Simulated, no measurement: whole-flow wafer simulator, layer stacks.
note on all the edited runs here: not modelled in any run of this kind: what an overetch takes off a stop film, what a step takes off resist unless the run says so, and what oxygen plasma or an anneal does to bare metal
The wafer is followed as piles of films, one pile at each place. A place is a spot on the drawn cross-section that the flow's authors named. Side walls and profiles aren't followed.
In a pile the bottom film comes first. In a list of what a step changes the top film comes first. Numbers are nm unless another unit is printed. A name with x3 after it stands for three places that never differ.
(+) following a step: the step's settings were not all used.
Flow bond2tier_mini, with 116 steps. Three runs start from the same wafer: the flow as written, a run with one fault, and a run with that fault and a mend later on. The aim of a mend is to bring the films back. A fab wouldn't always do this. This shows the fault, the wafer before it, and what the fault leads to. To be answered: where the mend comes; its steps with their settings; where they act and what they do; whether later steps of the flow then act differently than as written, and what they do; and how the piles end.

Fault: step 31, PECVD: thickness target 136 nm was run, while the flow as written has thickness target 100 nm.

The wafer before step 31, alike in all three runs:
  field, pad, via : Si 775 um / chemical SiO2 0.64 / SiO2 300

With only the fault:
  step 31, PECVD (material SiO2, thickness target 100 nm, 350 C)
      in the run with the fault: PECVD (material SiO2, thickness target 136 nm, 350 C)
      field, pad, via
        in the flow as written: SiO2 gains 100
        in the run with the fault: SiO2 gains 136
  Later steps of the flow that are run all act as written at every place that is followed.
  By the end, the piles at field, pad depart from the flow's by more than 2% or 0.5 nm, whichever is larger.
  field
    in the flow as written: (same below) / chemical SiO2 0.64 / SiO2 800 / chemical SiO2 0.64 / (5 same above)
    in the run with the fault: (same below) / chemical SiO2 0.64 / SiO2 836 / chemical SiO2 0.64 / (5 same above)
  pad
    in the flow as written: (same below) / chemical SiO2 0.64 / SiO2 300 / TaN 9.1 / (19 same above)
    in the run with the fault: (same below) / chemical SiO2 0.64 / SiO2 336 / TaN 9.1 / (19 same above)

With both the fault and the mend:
  The mend follows step 36.
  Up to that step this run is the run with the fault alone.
  step 36a, STRIP (chemistry O2, over-ash 100%) (+)
      field
        KrF resist loses 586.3 (all of it)
  step 36b, ETCH (chemistry CHF3/CF4-rie, etches SiO2, depth target 36 nm)
      field, pad, via
        SiO2 loses 36
  step 36c, COAT (KrF resist, thickness 600 nm) (a further turn of the flow's step 32)
      field, pad, via
        KrF resist gains 600 (new film)
  step 36d, SOFTBAKE (KrF resist) (a further turn of the flow's step 33)
      alters no film at any place that is followed
  step 36e, EXPOSE (photomask APAD, NA 0.6) (a further turn of the flow's step 34)
      alters no film at any place that is followed
  step 36f, PEB (KrF resist) (a further turn of the flow's step 35)
      alters no film at any place that is followed
  step 36g, DEVELOP (developer TMAH-0.26N, 60 s) (a further turn of the flow's step 36)
      pad, via
        KrF resist loses 600 (all of it)
      field
        KrF resist loses 13.7
  Later steps of the flow that are run all act as written at every place that is followed.
  The piles end the same as the flow's at every place that both follow.
